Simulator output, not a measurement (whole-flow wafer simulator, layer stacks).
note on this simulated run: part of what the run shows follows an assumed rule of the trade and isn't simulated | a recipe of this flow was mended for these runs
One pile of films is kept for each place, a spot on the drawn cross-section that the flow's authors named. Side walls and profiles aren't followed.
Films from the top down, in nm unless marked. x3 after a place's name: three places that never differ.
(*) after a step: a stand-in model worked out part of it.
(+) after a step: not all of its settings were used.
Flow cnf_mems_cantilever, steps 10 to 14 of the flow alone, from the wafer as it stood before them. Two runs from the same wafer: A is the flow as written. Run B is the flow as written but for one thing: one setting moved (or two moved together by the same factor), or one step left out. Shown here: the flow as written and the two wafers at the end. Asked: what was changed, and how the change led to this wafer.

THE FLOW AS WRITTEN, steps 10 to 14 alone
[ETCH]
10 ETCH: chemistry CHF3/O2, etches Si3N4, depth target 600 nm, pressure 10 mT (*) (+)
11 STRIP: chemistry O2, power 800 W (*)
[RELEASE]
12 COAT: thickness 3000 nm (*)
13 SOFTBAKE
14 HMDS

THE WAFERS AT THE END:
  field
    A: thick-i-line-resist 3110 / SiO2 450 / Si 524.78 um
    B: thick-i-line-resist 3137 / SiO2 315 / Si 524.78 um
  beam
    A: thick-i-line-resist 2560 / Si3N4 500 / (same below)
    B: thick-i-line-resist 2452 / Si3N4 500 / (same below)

The cause: step 10, ETCH: depth target 870 nm was run, where the flow has depth target 600 nm.

How the change led to this, step by step:
  10 ETCH: chemistry CHF3/O2, etches Si3N4, depth target 600 nm, pressure 10 mT (*) (+)
      field: A Si3N4 -500 (all of it), SiO2 -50 | B Si3N4 -500 (all of it), SiO2 -185
      beam: A KrF-resist -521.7 | B KrF-resist -756.5
  11 STRIP: chemistry O2, power 800 W (*)
      beam: A KrF-resist -460.9 (all of it) | B KrF-resist -226.1 (all of it)
  12 COAT: thickness 3000 nm (*)
      beam: A thick-i-line-resist +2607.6 (new film) | B thick-i-line-resist +2514 (new film)
  13 SOFTBAKE
      field: A thick-i-line-resist +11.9 | B thick-i-line-resist +15.5
      beam: A thick-i-line-resist -47.6 | B thick-i-line-resist -62
